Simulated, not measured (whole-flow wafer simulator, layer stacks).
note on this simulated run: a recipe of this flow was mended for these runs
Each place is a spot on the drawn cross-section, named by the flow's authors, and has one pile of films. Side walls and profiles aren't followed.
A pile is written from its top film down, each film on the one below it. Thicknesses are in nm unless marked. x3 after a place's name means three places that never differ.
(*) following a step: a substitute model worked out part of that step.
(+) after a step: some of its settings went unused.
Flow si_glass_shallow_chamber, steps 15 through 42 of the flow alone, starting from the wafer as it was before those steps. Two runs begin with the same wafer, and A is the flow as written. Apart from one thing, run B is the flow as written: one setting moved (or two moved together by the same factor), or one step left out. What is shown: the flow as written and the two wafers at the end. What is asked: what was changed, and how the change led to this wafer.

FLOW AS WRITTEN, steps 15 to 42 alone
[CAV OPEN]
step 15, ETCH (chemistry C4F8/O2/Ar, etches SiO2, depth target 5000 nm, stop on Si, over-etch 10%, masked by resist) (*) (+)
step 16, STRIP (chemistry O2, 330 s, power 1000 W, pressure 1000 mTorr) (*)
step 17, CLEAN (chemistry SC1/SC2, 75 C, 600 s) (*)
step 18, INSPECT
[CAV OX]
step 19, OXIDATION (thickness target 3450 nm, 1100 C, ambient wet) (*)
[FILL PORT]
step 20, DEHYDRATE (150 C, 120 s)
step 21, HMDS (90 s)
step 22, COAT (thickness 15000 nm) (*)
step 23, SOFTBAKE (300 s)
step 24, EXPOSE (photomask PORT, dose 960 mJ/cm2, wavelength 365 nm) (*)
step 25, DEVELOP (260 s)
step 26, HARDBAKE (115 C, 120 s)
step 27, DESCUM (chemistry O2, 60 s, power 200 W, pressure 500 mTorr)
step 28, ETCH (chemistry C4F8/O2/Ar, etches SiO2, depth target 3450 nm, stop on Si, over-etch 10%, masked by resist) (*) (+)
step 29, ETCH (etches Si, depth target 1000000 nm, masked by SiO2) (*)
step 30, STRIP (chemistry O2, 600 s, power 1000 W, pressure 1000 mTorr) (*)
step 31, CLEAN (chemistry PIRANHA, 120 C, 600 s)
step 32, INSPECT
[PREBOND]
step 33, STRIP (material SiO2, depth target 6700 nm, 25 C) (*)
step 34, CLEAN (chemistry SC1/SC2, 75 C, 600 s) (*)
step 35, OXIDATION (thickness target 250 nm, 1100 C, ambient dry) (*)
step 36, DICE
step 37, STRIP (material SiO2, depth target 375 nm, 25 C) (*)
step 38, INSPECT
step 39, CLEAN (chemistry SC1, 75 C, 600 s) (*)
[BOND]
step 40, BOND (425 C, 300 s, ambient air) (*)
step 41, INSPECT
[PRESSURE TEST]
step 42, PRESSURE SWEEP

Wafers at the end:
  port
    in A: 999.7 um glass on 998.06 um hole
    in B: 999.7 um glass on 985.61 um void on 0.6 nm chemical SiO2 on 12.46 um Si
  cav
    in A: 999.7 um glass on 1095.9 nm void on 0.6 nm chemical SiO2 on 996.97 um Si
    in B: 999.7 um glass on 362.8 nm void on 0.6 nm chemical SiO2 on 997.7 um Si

What caused this: step 15, ETCH: depth target 2562 nm was run, while the flow as written has depth target 5000 nm.

How this came from the change, step by step:
  step 15, ETCH (chemistry C4F8/O2/Ar, etches SiO2, depth target 5000 nm, stop on Si, over-etch 10%, masked by resist) (*) (+)
      cav, port: A -5000 SiO2 (all of it), -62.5 Si | B -2818.2 SiO2
      rim, ramp, septum, ring: A -1100 thick-i-line-resist | B -563.6 thick-i-line-resist
  step 16, STRIP (chemistry O2, 330 s, power 1000 W, pressure 1000 mTorr) (*)
      cav, port: A +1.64 chemical SiO2 (new film), -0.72 Si | B nothing
      rim, ramp, septum, ring: A -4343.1 thick-i-line-resist (all of it) | B -4879.4 thick-i-line-resist (all of it)
  step 17, CLEAN (chemistry SC1/SC2, 75 C, 600 s) (*)
      cav, port: A -1.04 chemical SiO2, -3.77 Si | B -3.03 SiO2
  step 19, OXIDATION (thickness target 3450 nm, 1100 C, ambient wet) (*)
      cav, port: A +3450 SiO2 (new film), -0.6 chemical SiO2 (all of it), -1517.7 Si | B +1935.3 SiO2, -851.5 Si
  step 22, COAT (thickness 15000 nm) (*)
      rim: A +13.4 um thick-i-line-resist (new film) | B +13.98 um thick-i-line-resist (new film)
      ramp: A +12.89 um thick-i-line-resist (new film) | B +13.66 um thick-i-line-resist (new film)
      (as well as at 4 more places)
  step 23, SOFTBAKE (300 s)
      rim: A -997 thick-i-line-resist | B -610.4 thick-i-line-resist
      ramp: A -487.1 thick-i-line-resist | B -289.1 thick-i-line-resist
      (as well as at 4 more places)
  step 25, DEVELOP (260 s)
      port: A -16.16 um thick-i-line-resist (all of it) | B -15.73 um thick-i-line-resist (all of it)
  step 26, HARDBAKE (115 C, 120 s)
      rim, ramp: A -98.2 thick-i-line-resist | B -110.1 thick-i-line-resist
      cav: A -147.1 thick-i-line-resist | B -137.7 thick-i-line-resist
  step 28, ETCH (chemistry C4F8/O2/Ar, etches SiO2, depth target 3450 nm, stop on Si, over-etch 10%, masked by resist) (*) (+)
      port: A -3450 SiO2 (all of it), -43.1 Si | B -3795 SiO2
  step 29, ETCH (etches Si, depth target 1000000 nm, masked by SiO2) (*)
      port: A +997.05 um hole (new film), -997.05 um Si (all of it) | B -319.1 SiO2 (all of it), -985.24 um Si
      rim: A -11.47 um thick-i-line-resist (all of it), -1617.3 SiO2 | B -12.43 um thick-i-line-resist (all of it), -1107.9 SiO2
      (as well as at 3 more places)
  step 30, STRIP (chemistry O2, 600 s, power 1000 W, pressure 1000 mTorr) (*)
      port: A nothing | B +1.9 chemical SiO2 (new film), -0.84 Si
      cav: A -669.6 thick-i-line-resist (all of it) | B -248.4 thick-i-line-resist (all of it)
  step 33, STRIP (material SiO2, depth target 6700 nm, 25 C) (*)
      port: A nothing | B -1.9 chemical SiO2 (all of it)
      rim: A -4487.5 SiO2 (all of it) | B -4996.9 SiO2 (all of it)
      (as well as at 2 more places)
  step 34, CLEAN (chemistry SC1/SC2, 75 C, 600 s) (*)
      port: A nothing | B +0.6 chemical SiO2 (new film), -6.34 Si
  step 35, OXIDATION (thickness target 250 nm, 1100 C, ambient dry) (*)
      port: A nothing | B +250 SiO2 (new film), -0.6 chemical SiO2 (all of it), -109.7 Si
  step 37, STRIP (material SiO2, depth target 375 nm, 25 C) (*)
      port: A nothing | B -250 SiO2 (all of it)
  step 39, CLEAN (chemistry SC1, 75 C, 600 s) (*)
      port: A nothing | B +0.6 chemical SiO2 (new film), -6.34 Si
  step 40, BOND (425 C, 300 s, ambient air) (*)
      port: A +999.7 um glass (new film), +1017.3 hole | B +999.7 um glass (new film), +985.61 um void (new film)
      cav: A +999.7 um glass (new film), +1095.9 void (new film) | B +999.7 um glass (new film), +362.8 void (new film)
